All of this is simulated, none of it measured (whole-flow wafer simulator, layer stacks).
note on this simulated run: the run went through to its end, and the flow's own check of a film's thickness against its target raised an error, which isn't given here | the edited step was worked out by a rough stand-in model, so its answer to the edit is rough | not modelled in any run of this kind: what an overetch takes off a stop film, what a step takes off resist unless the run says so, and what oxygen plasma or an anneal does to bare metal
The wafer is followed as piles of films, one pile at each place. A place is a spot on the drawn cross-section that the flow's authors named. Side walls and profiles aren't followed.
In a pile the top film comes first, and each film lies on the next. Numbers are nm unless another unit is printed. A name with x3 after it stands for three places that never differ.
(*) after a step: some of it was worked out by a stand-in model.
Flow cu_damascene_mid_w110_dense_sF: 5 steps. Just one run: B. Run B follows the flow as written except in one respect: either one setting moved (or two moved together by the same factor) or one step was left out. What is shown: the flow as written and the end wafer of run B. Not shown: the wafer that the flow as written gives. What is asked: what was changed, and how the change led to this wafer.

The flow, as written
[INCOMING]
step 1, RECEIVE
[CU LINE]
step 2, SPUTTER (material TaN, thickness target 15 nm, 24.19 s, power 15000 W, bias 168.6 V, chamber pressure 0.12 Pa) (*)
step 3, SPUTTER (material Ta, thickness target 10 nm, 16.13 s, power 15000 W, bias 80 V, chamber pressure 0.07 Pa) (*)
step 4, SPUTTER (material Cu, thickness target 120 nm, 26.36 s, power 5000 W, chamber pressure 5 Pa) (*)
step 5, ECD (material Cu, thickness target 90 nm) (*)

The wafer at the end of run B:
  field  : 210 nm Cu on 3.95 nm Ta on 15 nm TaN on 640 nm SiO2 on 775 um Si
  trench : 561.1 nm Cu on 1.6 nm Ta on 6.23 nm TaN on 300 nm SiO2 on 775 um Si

The reason: step 3, SPUTTER: 6.371 s was run, whereas the flow has 16.13 s.

How this came from the change, step by step:
  step 3, SPUTTER (material Ta, thickness target 10 nm, 16.13 s, power 15000 W, bias 80 V, chamber pressure 0.07 Pa) (*)
      field: +3.95 Ta (new film) (it would be, as written: +10 Ta (new film))
      trench: +1.6 Ta (new film) (it would be, as written: +4.05 Ta (new film))
